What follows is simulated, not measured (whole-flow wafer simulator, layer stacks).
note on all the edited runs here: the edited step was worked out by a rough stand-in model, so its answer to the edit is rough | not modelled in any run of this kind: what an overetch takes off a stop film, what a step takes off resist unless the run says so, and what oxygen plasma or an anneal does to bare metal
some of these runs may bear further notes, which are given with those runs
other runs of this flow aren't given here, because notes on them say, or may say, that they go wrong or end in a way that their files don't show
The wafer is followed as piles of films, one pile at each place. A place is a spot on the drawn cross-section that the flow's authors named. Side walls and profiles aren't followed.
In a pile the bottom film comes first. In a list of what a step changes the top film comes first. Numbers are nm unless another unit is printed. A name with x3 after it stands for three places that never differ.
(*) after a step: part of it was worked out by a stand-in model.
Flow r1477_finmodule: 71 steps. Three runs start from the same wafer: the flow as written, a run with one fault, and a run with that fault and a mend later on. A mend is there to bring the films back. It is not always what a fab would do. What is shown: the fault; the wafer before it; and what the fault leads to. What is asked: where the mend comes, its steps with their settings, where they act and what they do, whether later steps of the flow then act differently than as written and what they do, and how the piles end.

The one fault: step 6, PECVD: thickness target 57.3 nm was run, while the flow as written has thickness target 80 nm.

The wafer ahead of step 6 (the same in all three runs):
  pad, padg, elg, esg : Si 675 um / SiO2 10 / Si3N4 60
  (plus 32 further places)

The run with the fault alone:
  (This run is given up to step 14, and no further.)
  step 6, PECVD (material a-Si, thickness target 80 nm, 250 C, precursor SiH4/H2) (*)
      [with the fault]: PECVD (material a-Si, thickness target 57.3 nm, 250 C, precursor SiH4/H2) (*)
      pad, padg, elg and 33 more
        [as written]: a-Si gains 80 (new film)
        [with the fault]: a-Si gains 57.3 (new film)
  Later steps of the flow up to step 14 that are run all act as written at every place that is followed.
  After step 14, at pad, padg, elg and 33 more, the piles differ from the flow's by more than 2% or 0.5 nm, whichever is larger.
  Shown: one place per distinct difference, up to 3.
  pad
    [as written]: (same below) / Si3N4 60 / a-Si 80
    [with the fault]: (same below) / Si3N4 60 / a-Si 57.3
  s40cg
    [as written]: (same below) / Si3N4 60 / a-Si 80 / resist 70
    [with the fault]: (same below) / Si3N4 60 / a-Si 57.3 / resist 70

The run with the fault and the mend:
  After step 7 comes the mend.
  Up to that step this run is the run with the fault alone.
  step 7a, ETCH (chemistry tmah, depth target 65.89 nm)
      pad, padg, elg and 33 more
        a-Si loses 57.3 (all of it)
  step 7b, PECVD (material a-Si, thickness target 80 nm, 250 C, precursor SiH4/H2) (*) (the flow's step 6, run once more)
      pad, padg, elg and 33 more
        a-Si gains 80 (new film)
  Later steps of the flow that are run all act as written at every place that is followed.
  At every place that both follow, the piles at the end match the flow's.
